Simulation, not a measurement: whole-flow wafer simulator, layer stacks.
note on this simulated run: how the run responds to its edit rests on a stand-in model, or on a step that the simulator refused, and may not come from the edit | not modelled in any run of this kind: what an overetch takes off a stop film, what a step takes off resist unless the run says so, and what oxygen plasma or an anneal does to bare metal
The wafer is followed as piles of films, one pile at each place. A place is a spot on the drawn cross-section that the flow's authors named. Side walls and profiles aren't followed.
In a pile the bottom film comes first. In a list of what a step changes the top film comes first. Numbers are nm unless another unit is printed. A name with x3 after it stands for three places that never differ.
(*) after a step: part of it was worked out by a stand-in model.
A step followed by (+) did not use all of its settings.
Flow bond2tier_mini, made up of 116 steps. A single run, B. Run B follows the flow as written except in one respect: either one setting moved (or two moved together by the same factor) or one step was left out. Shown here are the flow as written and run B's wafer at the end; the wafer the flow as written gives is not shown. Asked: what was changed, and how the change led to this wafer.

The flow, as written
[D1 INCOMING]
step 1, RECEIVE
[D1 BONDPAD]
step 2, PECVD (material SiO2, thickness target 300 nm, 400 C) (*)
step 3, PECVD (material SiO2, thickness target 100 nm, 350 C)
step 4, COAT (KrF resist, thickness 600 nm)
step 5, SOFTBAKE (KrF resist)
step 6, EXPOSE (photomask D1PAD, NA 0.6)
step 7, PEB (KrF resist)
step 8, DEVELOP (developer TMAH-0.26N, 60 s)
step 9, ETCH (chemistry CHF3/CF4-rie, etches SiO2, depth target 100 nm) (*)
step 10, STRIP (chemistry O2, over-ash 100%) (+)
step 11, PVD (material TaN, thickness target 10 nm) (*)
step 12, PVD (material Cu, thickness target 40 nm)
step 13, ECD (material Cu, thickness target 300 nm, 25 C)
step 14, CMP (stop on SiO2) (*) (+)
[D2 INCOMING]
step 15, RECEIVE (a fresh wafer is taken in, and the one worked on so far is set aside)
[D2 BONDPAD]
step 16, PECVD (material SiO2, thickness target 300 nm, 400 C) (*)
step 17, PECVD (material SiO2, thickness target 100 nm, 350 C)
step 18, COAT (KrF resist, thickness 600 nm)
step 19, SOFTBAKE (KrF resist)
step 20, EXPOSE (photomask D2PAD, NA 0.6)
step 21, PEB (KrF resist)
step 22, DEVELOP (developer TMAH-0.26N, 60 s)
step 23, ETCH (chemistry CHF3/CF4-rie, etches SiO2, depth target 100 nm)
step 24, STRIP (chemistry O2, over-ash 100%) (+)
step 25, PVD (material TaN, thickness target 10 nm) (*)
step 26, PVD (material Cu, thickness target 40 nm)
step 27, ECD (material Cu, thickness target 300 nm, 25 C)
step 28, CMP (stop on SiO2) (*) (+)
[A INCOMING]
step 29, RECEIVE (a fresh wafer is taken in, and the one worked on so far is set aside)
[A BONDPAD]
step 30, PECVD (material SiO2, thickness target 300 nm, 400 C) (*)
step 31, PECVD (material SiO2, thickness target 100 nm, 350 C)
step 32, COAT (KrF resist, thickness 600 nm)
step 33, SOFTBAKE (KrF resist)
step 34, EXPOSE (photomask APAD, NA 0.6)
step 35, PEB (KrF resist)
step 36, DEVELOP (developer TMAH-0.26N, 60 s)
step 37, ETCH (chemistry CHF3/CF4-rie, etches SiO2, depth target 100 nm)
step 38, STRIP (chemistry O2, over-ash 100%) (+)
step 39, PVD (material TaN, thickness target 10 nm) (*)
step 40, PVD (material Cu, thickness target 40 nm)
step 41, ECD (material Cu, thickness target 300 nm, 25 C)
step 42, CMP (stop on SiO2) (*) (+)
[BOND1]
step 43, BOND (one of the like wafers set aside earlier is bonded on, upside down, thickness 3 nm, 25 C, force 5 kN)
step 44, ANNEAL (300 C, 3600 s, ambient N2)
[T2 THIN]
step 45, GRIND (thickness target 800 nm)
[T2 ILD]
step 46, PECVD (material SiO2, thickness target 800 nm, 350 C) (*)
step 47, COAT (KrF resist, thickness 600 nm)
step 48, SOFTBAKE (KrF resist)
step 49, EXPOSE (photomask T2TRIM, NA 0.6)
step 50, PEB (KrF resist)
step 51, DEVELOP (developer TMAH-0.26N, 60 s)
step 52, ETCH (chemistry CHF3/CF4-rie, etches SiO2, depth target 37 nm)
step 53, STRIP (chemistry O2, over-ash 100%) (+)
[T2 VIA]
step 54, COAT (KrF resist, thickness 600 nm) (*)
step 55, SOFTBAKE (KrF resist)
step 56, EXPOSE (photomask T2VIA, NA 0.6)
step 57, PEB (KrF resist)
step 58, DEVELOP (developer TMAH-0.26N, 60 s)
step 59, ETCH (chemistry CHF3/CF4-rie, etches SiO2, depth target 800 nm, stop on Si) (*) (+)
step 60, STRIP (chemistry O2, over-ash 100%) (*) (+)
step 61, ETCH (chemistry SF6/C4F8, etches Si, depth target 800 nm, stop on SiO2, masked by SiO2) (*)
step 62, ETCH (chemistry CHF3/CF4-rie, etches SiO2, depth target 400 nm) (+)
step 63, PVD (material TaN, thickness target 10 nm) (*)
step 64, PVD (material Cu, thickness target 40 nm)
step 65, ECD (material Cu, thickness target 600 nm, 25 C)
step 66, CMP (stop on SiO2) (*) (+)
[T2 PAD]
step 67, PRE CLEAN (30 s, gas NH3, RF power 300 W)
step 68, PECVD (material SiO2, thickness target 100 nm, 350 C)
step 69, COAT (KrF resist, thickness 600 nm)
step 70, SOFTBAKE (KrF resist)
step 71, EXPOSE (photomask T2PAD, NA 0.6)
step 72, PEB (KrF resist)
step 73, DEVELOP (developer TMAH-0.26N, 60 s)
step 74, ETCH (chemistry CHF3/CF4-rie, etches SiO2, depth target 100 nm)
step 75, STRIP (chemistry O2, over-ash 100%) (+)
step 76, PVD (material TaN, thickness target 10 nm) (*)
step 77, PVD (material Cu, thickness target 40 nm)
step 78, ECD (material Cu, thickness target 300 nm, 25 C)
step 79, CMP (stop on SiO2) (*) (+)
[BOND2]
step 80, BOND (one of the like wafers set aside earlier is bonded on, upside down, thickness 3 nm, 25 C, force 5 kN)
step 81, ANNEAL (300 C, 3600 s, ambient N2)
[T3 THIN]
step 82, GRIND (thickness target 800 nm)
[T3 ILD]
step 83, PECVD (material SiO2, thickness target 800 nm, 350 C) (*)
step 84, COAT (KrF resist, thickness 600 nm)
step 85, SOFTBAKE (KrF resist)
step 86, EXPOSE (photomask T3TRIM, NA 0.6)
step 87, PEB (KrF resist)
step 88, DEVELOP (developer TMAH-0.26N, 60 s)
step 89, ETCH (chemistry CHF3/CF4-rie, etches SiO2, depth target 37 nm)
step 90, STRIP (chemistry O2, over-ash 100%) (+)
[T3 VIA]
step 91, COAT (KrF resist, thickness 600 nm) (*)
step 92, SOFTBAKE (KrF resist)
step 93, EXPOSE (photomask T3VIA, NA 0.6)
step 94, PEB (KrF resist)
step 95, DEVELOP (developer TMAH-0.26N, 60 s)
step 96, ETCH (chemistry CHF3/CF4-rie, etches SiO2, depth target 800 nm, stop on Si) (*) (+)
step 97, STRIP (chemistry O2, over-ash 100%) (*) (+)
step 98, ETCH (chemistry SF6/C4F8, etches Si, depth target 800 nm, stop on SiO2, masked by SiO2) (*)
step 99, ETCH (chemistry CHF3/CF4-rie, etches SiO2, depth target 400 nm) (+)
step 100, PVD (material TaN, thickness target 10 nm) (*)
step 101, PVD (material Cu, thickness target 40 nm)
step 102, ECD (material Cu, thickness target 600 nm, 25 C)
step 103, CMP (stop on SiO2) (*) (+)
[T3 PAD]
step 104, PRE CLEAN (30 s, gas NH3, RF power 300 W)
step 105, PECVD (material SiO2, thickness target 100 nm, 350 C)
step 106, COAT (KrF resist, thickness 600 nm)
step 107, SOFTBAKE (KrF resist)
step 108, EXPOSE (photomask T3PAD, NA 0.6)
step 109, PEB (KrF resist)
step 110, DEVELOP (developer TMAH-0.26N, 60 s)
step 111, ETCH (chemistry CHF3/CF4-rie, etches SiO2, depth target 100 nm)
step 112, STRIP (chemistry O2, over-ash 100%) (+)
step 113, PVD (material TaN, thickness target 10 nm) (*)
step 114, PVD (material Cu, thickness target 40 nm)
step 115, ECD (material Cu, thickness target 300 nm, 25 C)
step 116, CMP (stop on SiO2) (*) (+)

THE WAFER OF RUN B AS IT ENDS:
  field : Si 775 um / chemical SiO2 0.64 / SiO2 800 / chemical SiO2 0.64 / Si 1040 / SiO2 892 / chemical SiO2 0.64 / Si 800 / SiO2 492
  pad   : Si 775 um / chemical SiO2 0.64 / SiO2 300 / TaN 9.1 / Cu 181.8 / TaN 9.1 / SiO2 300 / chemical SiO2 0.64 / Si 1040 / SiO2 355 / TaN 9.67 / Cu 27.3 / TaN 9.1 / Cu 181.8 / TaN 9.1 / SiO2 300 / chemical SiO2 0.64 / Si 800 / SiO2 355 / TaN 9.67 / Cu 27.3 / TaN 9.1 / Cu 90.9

The reason: step 45, GRIND: thickness target 1040 nm was run, while the flow as written has thickness target 800 nm.
The wafer itself shows it: field has Si 1040, and step 45 as written asks for 800 nm.

Step by step, how the change led to this:
  step 45, GRIND (thickness target 800 nm)
      field, pad, via: -773.96 um Si (it would be, as written: -774.2 um Si)
